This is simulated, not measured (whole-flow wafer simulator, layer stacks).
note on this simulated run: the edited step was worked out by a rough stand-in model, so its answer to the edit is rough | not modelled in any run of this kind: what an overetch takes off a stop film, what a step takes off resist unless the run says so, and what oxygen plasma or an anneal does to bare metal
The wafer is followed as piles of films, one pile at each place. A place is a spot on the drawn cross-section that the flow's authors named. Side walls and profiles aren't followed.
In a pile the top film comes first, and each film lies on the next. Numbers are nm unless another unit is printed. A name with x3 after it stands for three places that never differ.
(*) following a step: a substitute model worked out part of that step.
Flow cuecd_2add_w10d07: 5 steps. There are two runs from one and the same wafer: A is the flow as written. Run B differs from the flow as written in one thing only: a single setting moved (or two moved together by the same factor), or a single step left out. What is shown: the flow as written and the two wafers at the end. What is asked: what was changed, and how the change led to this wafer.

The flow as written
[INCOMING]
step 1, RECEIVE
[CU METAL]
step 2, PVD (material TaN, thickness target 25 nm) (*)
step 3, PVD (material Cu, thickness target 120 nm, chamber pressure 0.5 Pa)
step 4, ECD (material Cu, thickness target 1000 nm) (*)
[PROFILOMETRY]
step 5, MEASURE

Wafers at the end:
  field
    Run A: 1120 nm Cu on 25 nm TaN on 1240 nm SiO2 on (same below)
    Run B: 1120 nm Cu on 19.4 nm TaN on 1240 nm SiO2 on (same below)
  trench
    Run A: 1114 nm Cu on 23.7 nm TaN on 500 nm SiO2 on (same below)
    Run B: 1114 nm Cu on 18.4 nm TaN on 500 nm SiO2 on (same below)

Cause: step 2, PVD: thickness target 19.4 nm was run, while the flow as written has thickness target 25 nm.
One can read it off the wafer: field has TaN 19.4, and step 2 as written asks for 25 nm.

The path from the change to this, step by step:
  step 2, PVD (material TaN, thickness target 25 nm) (*)
      field: A +25 TaN (new film) | B +19.4 TaN (new film)
      trench: A +23.7 TaN (new film) | B +18.4 TaN (new film)
